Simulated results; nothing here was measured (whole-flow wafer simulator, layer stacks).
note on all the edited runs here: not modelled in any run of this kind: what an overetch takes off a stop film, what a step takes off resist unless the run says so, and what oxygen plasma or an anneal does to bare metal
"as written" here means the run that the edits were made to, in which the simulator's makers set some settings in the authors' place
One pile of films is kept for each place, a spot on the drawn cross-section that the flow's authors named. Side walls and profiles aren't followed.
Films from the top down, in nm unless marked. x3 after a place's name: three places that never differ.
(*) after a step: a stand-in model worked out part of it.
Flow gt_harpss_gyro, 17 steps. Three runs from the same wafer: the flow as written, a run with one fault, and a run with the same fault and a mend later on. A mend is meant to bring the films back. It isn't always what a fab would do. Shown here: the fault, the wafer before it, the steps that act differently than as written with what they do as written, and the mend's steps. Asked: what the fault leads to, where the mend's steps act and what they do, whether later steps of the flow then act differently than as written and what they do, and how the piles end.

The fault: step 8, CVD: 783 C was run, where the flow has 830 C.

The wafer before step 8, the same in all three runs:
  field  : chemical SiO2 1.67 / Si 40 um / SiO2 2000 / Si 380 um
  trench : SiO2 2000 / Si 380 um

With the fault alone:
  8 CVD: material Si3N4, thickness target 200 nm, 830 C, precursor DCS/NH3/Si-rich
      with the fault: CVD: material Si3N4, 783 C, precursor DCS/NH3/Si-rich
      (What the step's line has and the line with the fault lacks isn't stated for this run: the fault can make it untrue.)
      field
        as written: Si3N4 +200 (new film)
        with the fault: Si3N4 +121.8 (new film)
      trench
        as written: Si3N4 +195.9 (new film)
        with the fault: Si3N4 +120.6 (new film)
  Later steps of the flow that act differently than as written:
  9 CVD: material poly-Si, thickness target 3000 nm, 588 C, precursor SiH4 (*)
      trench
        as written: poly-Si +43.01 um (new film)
        with the fault: poly-Si +43 um (new film)
  At the end the piles differ from the flow's by more than 2% or 0.5 nm, whichever is larger, at field, trench.
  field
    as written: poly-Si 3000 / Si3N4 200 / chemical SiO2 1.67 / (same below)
    with the fault: poly-Si 3000 / Si3N4 121.8 / chemical SiO2 1.67 / (same below)
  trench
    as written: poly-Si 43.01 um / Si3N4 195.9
    with the fault: poly-Si 43 um / Si3N4 120.6

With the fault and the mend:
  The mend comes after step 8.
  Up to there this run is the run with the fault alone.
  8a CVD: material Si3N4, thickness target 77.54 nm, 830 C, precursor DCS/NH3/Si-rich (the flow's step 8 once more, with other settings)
      field
        Si3N4 +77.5
      trench
        Si3N4 +75.7
  Later steps of the flow that act differently than as written:
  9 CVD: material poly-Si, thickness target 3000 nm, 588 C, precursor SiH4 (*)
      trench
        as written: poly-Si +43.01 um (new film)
        with the mend: poly-Si +43 um (new film)
  At the end the piles differ from the flow's only slightly at the places that both follow, by at most 2% or 0.5 nm, whichever is larger.
